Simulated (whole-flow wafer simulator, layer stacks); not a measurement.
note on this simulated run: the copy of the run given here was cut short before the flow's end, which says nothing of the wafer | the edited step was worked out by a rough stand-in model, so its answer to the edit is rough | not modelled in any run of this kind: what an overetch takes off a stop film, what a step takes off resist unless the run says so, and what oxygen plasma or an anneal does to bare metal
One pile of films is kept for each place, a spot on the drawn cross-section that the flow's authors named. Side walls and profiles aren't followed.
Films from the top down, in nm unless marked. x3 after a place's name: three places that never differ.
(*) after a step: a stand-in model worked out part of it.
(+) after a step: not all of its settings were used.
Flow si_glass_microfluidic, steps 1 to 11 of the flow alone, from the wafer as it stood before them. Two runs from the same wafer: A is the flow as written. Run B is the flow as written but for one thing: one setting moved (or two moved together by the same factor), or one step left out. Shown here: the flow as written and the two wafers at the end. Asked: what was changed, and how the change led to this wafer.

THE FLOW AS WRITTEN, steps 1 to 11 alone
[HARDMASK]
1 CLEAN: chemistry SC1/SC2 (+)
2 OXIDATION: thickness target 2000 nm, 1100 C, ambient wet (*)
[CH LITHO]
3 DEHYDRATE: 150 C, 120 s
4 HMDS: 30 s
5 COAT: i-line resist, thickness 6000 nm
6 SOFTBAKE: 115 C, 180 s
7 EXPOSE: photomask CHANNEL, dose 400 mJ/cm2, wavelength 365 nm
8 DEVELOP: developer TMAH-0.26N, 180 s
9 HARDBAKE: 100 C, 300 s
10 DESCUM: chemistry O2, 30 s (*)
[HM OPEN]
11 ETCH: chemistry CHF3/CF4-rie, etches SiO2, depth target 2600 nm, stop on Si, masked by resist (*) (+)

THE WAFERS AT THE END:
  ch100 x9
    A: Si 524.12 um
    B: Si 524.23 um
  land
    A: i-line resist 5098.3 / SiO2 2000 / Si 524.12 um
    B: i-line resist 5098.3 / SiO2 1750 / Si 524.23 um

The cause: step 2, OXIDATION: thickness target 1750 nm was run, where the flow has thickness target 2000 nm.
It can be read off the wafer: land has SiO2 1750, and step 2 as written asks for 2000 nm.

How the change led to this, step by step:
  2 OXIDATION: thickness target 2000 nm, 1100 C, ambient wet (*)
      land, ch100 x9: A SiO2 +2000 (new film), chemical SiO2 -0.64 (all of it), Si -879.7 | B SiO2 +1750 (new film), chemical SiO2 -0.64 (all of it), Si -769.7
  11 ETCH: chemistry CHF3/CF4-rie, etches SiO2, depth target 2600 nm, stop on Si, masked by resist (*) (+)
      ch100 x9: A SiO2 -2000 (all of it) | B SiO2 -1750 (all of it)
